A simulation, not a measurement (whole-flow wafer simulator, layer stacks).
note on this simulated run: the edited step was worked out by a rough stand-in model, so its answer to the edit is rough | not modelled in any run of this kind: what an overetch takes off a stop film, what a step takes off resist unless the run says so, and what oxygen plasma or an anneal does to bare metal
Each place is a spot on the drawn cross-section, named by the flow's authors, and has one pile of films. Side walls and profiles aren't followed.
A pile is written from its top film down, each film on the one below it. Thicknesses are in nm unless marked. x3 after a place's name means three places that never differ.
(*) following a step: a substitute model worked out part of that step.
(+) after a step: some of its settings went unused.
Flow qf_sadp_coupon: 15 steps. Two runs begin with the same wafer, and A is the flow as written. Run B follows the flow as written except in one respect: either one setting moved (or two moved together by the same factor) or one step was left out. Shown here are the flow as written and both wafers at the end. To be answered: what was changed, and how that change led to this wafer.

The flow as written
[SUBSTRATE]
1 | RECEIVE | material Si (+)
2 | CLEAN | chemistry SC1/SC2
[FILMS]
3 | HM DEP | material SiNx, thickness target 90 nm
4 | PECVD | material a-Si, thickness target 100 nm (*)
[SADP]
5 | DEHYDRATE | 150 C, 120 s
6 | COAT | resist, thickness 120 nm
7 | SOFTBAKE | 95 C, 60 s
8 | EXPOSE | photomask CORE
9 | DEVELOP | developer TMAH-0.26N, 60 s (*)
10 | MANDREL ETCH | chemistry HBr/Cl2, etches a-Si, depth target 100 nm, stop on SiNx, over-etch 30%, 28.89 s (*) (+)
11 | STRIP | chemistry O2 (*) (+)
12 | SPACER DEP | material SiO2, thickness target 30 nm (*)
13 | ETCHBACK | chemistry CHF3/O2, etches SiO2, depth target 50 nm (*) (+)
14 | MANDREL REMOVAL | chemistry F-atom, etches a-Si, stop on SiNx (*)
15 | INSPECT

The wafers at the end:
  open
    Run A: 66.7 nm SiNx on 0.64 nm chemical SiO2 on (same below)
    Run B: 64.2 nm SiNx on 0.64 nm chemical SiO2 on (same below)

The reason: step 4, PECVD: thickness target 82.9 nm was run, though the flow has thickness target 100 nm.

How this came from the change, step by step:
  4 | PECVD | material a-Si, thickness target 100 nm (*)
      m, open: A a-Si gains 100 (new film) | B a-Si gains 82.9 (new film)
  10 | MANDREL ETCH | chemistry HBr/Cl2, etches a-Si, depth target 100 nm, stop on SiNx, over-etch 30%, 28.89 s (*) (+)
      open: A a-Si loses 100 (all of it), SiNx loses 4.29 | B a-Si loses 82.9 (all of it), SiNx loses 6.73
  14 | MANDREL REMOVAL | chemistry F-atom, etches a-Si, stop on SiNx (*)
      m: A a-Si loses 95.8 (all of it) | B a-Si loses 78.7 (all of it)
